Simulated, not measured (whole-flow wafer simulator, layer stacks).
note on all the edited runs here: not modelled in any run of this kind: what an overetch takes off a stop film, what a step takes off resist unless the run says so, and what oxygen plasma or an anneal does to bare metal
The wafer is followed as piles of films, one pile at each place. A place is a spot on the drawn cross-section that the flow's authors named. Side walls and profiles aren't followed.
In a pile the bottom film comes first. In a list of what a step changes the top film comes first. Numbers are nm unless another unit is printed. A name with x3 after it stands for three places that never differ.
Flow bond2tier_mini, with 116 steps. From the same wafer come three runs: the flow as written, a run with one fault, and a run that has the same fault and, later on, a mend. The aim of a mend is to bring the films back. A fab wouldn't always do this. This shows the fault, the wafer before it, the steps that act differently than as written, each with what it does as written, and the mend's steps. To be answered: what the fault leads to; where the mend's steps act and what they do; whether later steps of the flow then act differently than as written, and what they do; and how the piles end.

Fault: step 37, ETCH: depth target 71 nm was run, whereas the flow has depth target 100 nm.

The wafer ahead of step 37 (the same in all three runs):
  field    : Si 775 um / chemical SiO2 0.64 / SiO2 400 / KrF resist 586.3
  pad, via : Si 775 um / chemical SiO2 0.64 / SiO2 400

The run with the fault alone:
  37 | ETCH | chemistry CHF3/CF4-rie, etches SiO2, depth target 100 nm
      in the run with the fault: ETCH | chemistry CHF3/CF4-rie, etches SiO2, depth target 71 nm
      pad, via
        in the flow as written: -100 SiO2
        in the run with the fault: -71 SiO2
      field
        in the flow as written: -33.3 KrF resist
        in the run with the fault: -23.7 KrF resist
  Later steps of the flow acting differently than as written (2 more steps, not shown, differ only slightly: by at most 2% or 0.5 nm, whichever is larger):
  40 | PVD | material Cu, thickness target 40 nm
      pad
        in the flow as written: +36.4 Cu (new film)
        in the run with the fault: +37.4 Cu (new film)
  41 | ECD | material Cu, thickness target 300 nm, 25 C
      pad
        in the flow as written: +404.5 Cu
        in the run with the fault: +374.2 Cu
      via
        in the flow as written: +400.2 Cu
        in the run with the fault: +371.1 Cu
  By the end, the piles at pad depart from the flow's by more than 2% or 0.5 nm, whichever is larger.
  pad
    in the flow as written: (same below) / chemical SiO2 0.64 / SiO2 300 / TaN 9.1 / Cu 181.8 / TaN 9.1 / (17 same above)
    in the run with the fault: (same below) / chemical SiO2 0.64 / SiO2 329 / TaN 9.36 / Cu 152.5 / TaN 9.1 / (17 same above)

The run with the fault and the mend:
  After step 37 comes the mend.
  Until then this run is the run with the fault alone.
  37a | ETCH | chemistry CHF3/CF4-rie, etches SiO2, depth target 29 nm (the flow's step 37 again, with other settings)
      pad, via
        -29 SiO2
      field
        -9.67 KrF resist
  Later steps of the flow that are run all act as written at every place that is followed.
  By the end, the piles equal the flow's at every place that both follow.
